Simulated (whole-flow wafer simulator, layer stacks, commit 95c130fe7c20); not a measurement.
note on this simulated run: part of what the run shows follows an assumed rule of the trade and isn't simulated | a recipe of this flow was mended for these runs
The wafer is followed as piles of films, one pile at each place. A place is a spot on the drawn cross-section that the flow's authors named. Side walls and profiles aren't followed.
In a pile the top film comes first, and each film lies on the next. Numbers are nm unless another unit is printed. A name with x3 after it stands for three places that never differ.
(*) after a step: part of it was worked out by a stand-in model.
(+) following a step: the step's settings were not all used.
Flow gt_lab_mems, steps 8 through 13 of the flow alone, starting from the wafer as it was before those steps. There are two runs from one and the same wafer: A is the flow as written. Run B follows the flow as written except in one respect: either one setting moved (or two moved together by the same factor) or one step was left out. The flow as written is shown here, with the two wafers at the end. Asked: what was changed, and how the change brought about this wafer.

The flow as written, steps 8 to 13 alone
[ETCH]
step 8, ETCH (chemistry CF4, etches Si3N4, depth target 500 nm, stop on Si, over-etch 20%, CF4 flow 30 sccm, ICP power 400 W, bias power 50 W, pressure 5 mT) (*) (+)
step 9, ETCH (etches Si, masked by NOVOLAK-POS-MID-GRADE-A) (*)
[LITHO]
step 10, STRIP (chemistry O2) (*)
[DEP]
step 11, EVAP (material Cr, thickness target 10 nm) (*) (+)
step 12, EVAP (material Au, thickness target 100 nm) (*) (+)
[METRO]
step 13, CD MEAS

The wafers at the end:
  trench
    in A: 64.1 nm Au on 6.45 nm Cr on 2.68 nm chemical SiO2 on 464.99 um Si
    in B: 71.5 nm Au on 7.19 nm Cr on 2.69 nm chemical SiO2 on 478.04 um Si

Cause: step 8, ETCH: depth target 200 nm was run, whereas the flow has depth target 500 nm.

The path from the change to this, step by step:
  step 8, ETCH (chemistry CF4, etches Si3N4, depth target 500 nm, stop on Si, over-etch 20%, CF4 flow 30 sccm, ICP power 400 W, bias power 50 W, pressure 5 mT) (*) (+)
      trench: A Si3N4 loses 500 (all of it), chemical SiO2 loses 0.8 (all of it), Si loses 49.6 | B Si3N4 loses 240
      field: A g/i-line-resist loses 400 | B g/i-line-resist loses 160
  step 9, ETCH (etches Si, masked by NOVOLAK-POS-MID-GRADE-A) (*)
      trench: A Si loses 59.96 um | B Si3N4 loses 260 (all of it), chemical SiO2 loses 0.8 (all of it), Si loses 46.96 um
  step 10, STRIP (chemistry O2) (*)
      field: A g/i-line-resist loses 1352 (all of it) | B g/i-line-resist loses 1592 (all of it)
  step 11, EVAP (material Cr, thickness target 10 nm) (*) (+)
      trench: A Cr gains 6.45 (new film) | B Cr gains 7.19 (new film)
  step 12, EVAP (material Au, thickness target 100 nm) (*) (+)
      trench: A Au gains 64.1 (new film) | B Au gains 71.5 (new film)
